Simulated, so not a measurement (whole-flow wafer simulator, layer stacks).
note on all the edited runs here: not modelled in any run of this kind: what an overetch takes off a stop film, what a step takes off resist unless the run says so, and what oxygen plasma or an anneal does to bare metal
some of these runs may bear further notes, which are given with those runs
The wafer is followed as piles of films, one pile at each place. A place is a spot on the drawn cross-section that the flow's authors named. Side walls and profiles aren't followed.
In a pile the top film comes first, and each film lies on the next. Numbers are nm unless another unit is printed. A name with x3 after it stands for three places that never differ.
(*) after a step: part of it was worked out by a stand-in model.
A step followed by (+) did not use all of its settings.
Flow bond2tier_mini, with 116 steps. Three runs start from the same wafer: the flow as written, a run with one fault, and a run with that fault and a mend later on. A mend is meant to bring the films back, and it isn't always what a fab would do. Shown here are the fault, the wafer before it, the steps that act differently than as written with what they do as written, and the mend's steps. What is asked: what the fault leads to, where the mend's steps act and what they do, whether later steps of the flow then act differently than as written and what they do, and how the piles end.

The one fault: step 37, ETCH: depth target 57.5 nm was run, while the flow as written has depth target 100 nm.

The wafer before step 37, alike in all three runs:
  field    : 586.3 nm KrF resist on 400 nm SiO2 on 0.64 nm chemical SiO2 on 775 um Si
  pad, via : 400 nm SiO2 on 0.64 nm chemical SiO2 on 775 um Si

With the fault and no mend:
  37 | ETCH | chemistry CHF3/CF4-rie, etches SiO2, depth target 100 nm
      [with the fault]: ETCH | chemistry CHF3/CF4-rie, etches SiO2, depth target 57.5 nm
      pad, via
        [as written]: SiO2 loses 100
        [with the fault]: SiO2 loses 57.5
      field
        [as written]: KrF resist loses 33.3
        [with the fault]: KrF resist loses 19.2
  Steps further on in the flow that do not act as written (not shown: 1 more step that differs only slightly, by at most 2% or 0.5 nm, whichever is larger):
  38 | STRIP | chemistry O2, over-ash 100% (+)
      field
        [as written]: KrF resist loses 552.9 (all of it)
        [with the fault]: KrF resist loses 567.1 (all of it)
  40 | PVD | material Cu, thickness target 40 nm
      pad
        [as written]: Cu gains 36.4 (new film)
        [with the fault]: Cu gains 37.9 (new film)
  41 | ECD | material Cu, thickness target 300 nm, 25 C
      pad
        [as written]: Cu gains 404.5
        [with the fault]: Cu gains 360.1
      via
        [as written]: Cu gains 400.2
        [with the fault]: Cu gains 357.5
  The piles end different from the flow's at pad by more than 2% or 0.5 nm, whichever is larger.
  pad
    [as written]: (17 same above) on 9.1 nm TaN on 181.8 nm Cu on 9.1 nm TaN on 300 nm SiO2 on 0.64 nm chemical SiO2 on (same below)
    [with the fault]: (17 same above) on 9.1 nm TaN on 138.9 nm Cu on 9.48 nm TaN on 342.5 nm SiO2 on 0.64 nm chemical SiO2 on (same below)

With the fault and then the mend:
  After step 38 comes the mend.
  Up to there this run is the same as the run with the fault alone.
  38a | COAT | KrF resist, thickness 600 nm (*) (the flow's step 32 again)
      field
        KrF resist gains 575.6 (new film)
      pad
        KrF resist gains 625.4 (new film)
      via
        KrF resist gains 622.3 (new film)
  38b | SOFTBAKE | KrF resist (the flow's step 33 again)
      leaves every film unchanged at each place that is followed
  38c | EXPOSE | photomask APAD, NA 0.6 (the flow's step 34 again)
      leaves every film unchanged at each place that is followed
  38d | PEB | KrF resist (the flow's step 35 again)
      leaves every film unchanged at each place that is followed
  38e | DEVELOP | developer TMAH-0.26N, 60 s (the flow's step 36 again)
      field
        KrF resist loses 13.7
      pad
        KrF resist loses 625.4 (all of it)
      via
        KrF resist loses 622.3 (all of it)
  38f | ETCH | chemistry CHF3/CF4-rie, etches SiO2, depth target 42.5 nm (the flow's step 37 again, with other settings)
      pad, via
        SiO2 loses 42.5
      field
        KrF resist loses 14.2
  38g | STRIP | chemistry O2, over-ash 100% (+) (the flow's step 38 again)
      field
        KrF resist loses 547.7 (all of it)
  None of the later steps of the flow acts differently than as written at any place that is followed.
  The piles end the same as the flow's at every place that both follow.
